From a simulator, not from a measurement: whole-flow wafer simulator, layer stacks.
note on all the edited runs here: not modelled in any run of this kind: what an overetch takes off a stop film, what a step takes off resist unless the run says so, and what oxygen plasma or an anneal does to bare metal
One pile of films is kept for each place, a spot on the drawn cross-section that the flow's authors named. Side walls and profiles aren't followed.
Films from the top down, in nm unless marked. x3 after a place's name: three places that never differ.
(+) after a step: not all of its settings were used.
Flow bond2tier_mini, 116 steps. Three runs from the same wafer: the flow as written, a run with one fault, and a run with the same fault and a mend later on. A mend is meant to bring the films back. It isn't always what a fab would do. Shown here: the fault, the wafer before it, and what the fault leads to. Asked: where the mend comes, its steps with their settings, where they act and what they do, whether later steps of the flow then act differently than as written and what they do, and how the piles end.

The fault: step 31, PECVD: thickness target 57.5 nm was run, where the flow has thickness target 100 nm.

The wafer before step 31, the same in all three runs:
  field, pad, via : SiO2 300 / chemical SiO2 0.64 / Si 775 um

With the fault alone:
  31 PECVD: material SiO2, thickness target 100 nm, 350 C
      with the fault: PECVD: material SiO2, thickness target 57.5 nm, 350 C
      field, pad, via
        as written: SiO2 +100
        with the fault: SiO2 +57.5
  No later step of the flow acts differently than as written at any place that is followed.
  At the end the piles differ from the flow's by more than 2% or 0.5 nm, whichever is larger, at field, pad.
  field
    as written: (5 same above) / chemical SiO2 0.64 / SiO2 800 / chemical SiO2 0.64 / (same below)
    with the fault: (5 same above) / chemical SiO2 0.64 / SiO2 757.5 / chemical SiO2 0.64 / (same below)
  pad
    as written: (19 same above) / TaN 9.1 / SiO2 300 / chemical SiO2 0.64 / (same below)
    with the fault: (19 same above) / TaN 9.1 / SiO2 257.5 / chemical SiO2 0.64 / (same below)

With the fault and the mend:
  The mend comes after step 36.
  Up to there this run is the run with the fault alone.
  36a STRIP: chemistry O2, over-ash 100% (+)
      field
        KrF resist -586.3 (all of it)
  36b PECVD: material SiO2, thickness target 42.5 nm, 350 C (the flow's step 31 once more, with other settings)
      field, pad, via
        SiO2 +42.5
  36c COAT: KrF resist, thickness 600 nm (the flow's step 32 once more)
      field, pad, via
        KrF resist +600 (new film)
  36d SOFTBAKE: KrF resist (the flow's step 33 once more)
      changes no film at any place that is followed
  36e EXPOSE: photomask APAD, NA 0.6 (the flow's step 34 once more)
      changes no film at any place that is followed
  36f PEB: KrF resist (the flow's step 35 once more)
      changes no film at any place that is followed
  36g DEVELOP: developer TMAH-0.26N, 60 s (the flow's step 36 once more)
      pad, via
        KrF resist -600 (all of it)
      field
        KrF resist -13.7
  No later step of the flow acts differently than as written at any place that is followed.
  At the end the piles are the same as the flow's at every place that both follow.
